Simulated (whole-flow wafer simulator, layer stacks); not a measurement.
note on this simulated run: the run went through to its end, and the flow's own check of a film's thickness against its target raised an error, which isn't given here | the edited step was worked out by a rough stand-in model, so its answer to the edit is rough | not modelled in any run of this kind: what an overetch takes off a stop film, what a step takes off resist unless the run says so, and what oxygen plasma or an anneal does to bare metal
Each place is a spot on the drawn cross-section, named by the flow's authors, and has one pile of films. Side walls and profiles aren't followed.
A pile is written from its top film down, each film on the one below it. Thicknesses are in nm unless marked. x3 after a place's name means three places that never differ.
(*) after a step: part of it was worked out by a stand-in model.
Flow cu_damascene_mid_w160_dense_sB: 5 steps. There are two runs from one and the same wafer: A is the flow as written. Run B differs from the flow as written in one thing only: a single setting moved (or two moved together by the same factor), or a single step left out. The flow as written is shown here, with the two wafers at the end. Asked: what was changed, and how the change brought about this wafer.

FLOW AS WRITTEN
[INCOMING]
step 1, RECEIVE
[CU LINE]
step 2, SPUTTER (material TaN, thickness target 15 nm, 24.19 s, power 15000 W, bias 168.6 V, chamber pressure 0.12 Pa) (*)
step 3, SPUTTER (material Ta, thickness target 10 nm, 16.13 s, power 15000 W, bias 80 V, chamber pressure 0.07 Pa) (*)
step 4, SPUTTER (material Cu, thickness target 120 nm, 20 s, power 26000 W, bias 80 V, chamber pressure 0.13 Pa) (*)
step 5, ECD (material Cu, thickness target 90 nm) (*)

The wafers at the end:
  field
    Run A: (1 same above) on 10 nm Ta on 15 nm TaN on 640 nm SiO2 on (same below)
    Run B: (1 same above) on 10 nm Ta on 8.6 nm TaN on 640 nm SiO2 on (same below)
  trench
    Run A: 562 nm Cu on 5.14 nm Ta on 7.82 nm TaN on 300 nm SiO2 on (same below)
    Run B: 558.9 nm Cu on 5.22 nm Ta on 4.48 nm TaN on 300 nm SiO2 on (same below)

The reason: step 2, SPUTTER: thickness target 8.6 nm was run, though the flow has thickness target 15 nm; step 2, SPUTTER: 13.89 s was run, where the flow has 24.19 s.
The wafer lets one read it off: field has TaN 8.6, and step 2 as written asks for 15 nm.

The path from the change to this, step by step:
  step 2, SPUTTER (material TaN, thickness target 15 nm, 24.19 s, power 15000 W, bias 168.6 V, chamber pressure 0.12 Pa) (*)
      field: A TaN gains 15 (new film) | B TaN gains 8.6 (new film)
      trench: A TaN gains 7.82 (new film) | B TaN gains 4.48 (new film)
